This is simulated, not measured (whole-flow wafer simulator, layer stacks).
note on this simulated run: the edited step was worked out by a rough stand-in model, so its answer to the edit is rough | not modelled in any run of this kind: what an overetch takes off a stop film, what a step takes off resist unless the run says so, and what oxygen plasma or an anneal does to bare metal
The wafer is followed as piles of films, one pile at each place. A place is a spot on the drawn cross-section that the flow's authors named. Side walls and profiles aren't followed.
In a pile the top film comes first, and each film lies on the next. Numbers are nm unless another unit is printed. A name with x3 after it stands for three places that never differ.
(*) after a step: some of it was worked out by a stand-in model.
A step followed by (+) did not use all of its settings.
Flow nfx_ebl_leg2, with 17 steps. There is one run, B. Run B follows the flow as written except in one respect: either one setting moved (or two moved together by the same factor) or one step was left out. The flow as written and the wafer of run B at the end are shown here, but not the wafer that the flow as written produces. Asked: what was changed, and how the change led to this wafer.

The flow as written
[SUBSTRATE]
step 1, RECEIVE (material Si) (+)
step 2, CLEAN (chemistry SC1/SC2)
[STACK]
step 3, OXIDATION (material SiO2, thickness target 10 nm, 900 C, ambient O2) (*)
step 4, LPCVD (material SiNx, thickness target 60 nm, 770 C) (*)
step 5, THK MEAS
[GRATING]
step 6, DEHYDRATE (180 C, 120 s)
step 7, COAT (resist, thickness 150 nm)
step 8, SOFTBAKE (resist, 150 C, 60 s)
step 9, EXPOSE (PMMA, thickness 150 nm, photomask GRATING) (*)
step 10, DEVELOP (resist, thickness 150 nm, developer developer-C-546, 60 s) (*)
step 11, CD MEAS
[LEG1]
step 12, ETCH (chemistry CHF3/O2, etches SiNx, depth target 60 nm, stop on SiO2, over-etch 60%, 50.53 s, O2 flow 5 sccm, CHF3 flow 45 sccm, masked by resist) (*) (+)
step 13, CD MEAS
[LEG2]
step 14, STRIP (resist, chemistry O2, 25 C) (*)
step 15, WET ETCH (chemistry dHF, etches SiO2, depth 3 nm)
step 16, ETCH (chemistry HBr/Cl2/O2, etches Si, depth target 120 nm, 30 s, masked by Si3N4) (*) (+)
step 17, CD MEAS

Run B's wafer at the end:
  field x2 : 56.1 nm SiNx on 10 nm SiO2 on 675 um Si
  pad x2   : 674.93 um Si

What caused this: step 16, ETCH: depth target 69 nm was run, though the flow has depth target 120 nm; step 16, ETCH: 17.2 s was run, where the flow has 30 s.

The path from the change to this, step by step:
  step 16, ETCH (chemistry HBr/Cl2/O2, etches Si, depth target 120 nm, 30 s, masked by Si3N4) (*) (+)
      field x2: SiNx loses 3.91 (as written it would have been: SiNx loses 6.82)
      pad x2: Si loses 69 (as written it would have been: Si loses 120)
